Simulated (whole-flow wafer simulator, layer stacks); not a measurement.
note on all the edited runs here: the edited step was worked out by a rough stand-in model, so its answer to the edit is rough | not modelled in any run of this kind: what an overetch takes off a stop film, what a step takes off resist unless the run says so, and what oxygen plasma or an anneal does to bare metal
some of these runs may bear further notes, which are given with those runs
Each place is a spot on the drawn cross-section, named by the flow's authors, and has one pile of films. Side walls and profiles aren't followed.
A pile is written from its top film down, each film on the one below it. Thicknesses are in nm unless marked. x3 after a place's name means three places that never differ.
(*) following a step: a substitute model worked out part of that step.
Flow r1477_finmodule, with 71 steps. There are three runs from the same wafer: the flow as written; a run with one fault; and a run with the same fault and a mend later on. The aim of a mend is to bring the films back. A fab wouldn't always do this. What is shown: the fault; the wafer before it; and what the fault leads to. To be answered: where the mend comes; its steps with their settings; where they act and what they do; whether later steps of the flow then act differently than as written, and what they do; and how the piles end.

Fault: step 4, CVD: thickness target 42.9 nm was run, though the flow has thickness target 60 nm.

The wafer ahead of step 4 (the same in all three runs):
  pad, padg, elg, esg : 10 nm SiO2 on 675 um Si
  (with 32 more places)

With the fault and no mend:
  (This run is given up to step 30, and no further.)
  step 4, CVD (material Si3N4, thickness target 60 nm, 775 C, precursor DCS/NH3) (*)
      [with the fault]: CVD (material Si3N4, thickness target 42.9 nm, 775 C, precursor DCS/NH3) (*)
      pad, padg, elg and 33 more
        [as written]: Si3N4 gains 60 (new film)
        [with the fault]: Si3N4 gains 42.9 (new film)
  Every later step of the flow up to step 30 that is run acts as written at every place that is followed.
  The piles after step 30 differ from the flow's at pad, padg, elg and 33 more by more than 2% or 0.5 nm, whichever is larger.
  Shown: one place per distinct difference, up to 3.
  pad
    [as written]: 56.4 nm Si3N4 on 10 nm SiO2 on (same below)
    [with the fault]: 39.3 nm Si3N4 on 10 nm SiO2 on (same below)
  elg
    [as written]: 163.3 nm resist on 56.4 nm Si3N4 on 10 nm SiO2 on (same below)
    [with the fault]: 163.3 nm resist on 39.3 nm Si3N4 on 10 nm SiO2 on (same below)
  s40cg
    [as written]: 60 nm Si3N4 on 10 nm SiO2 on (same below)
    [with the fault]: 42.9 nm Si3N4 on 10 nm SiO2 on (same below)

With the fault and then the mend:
  After step 5 comes the mend.
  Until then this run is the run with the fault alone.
  step 5a, ETCH (chemistry h3po4, depth target 49.34 nm)
      pad, padg, elg and 33 more
        Si3N4 loses 42.9 (all of it)
  step 5b, CLEAN (chemistry SC1/SC2) (the flow's step 2 again)
      does not change any film at any place that is followed
  step 5c, CVD (material Si3N4, thickness target 60 nm, 775 C, precursor DCS/NH3) (*) (the flow's step 4 again)
      pad, padg, elg and 33 more
        Si3N4 gains 60 (new film)
  Every later step of the flow that is run acts as written at every place that is followed.
  At every place that both follow, the piles at the end match the flow's.
